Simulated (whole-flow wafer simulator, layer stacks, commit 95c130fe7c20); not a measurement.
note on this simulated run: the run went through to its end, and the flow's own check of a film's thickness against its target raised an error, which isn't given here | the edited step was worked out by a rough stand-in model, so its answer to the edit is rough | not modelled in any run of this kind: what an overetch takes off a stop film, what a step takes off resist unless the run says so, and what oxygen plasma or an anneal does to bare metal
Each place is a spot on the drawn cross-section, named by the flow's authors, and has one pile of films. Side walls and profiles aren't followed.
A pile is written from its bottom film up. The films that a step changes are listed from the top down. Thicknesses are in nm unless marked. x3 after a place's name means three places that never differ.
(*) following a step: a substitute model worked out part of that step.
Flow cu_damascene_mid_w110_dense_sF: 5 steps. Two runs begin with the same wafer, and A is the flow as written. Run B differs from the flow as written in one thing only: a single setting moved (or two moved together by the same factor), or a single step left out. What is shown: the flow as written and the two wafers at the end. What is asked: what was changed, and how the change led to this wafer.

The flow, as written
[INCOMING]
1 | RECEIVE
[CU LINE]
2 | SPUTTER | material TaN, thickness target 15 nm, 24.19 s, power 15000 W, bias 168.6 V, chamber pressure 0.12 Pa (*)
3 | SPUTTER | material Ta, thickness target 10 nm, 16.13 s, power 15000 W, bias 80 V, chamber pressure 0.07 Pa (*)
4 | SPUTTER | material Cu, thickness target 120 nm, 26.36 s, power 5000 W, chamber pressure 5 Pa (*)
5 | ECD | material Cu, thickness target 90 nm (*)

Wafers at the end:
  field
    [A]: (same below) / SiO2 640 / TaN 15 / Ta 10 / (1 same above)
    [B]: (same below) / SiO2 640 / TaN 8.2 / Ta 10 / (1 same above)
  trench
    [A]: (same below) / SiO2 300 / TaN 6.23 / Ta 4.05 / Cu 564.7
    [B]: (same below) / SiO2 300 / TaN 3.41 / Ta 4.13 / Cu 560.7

The reason: step 2, SPUTTER: thickness target 8.2 nm was run, while the flow as written has thickness target 15 nm; step 2, SPUTTER: 13.3 s was run, where the flow has 24.19 s.
The wafer itself shows it: field has TaN 8.2, and step 2 as written asks for 15 nm.

Step by step, how the change led to this:
  2 | SPUTTER | material TaN, thickness target 15 nm, 24.19 s, power 15000 W, bias 168.6 V, chamber pressure 0.12 Pa (*)
      field: A +15 TaN (new film) | B +8.2 TaN (new film)
      trench: A +6.23 TaN (new film) | B +3.41 TaN (new film)
  4 | SPUTTER | material Cu, thickness target 120 nm, 26.36 s, power 5000 W, chamber pressure 5 Pa (*)
      trench: A +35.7 Cu (new film) | B +36.5 Cu (new film)
